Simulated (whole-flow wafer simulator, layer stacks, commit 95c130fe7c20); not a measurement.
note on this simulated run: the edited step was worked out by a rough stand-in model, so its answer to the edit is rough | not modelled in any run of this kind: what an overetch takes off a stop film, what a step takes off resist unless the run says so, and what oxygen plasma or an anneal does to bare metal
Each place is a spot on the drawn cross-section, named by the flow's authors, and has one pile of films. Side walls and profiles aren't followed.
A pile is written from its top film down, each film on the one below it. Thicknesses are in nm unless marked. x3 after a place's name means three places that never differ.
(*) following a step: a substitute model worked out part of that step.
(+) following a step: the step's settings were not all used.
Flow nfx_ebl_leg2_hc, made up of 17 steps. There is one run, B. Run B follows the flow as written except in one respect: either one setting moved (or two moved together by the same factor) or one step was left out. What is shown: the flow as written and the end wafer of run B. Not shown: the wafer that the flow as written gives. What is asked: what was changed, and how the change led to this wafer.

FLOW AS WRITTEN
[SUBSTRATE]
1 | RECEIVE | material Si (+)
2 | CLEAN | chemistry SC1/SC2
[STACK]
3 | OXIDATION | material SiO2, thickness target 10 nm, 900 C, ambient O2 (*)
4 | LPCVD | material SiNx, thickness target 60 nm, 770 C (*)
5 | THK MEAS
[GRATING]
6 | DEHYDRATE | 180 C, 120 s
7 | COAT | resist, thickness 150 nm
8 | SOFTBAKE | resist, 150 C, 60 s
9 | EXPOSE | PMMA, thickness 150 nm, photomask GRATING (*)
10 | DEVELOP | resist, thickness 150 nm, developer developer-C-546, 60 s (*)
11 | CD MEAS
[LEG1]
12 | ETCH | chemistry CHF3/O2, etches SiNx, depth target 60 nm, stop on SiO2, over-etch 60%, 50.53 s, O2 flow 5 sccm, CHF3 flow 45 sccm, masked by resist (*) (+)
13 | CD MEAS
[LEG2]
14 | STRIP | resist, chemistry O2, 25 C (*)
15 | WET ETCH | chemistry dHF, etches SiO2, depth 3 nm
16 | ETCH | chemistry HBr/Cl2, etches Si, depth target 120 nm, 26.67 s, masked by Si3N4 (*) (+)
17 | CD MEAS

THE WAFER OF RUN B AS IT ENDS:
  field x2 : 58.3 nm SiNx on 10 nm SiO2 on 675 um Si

The reason: step 4, LPCVD: thickness target 69.7 nm was run, whereas the flow has thickness target 60 nm.

Step by step, how the change led to this:
  4 | LPCVD | material SiNx, thickness target 60 nm, 770 C (*)
      field x2, pad x2: SiNx gains 69.7 (new film) (in the flow as written it would be: SiNx gains 60 (new film))
  12 | ETCH | chemistry CHF3/O2, etches SiNx, depth target 60 nm, stop on SiO2, over-etch 60%, 50.53 s, O2 flow 5 sccm, CHF3 flow 45 sccm, masked by resist (*) (+)
      pad x2: SiNx loses 69.7 (all of it), SiO2 loses 10 (all of it) (in the flow as written it would be: SiNx loses 60 (all of it), SiO2 loses 10 (all of it))
